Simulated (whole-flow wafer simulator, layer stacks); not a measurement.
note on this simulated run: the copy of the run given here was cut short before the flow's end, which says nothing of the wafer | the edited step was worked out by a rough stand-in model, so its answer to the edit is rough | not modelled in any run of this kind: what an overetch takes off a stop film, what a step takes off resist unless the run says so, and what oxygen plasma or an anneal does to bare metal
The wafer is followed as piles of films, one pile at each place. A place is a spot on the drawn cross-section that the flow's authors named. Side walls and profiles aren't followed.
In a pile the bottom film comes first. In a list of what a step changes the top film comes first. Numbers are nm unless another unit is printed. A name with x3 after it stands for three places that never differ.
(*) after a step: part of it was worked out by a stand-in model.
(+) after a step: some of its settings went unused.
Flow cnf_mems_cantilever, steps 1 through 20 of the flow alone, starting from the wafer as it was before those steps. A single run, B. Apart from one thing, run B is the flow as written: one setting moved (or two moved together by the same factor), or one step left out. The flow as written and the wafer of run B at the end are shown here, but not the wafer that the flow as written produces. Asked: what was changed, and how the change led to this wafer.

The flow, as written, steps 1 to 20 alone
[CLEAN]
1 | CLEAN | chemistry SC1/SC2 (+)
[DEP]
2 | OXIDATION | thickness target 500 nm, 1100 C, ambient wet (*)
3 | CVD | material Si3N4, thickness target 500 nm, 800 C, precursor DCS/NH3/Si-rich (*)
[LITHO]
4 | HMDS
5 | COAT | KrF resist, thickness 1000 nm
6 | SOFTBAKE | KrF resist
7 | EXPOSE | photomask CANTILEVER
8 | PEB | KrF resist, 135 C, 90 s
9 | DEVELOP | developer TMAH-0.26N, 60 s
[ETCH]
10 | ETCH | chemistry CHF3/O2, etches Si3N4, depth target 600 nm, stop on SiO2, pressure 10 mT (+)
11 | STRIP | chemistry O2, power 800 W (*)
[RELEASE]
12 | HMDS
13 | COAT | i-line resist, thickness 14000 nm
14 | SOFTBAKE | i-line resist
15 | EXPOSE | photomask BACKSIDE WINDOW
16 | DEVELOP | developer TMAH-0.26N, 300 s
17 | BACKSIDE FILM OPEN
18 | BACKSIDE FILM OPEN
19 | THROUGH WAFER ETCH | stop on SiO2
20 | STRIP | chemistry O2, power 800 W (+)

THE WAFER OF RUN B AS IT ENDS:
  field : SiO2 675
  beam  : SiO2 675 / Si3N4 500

What caused this: step 2, OXIDATION: thickness target 675 nm was run, whereas the flow has thickness target 500 nm.
The wafer lets one read it off: field has SiO2 675, and step 2 as written asks for 500 nm.

The path from the change to this, step by step:
  2 | OXIDATION | thickness target 500 nm, 1100 C, ambient wet (*)
      field, beam: SiO2 gains 675 (new film), chemical SiO2 loses 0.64 (all of it), Si loses 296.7 (it would be, as written: SiO2 gains 500 (new film), chemical SiO2 loses 0.64 (all of it), Si loses 219.7)
  19 | THROUGH WAFER ETCH | stop on SiO2
      field: under 1 film: Si loses 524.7 um (all of it) (it would be, as written: under 1 film: Si loses 524.78 um (all of it))
      beam: under 2 films: Si loses 524.7 um (all of it) (it would be, as written: under 2 films: Si loses 524.78 um (all of it))
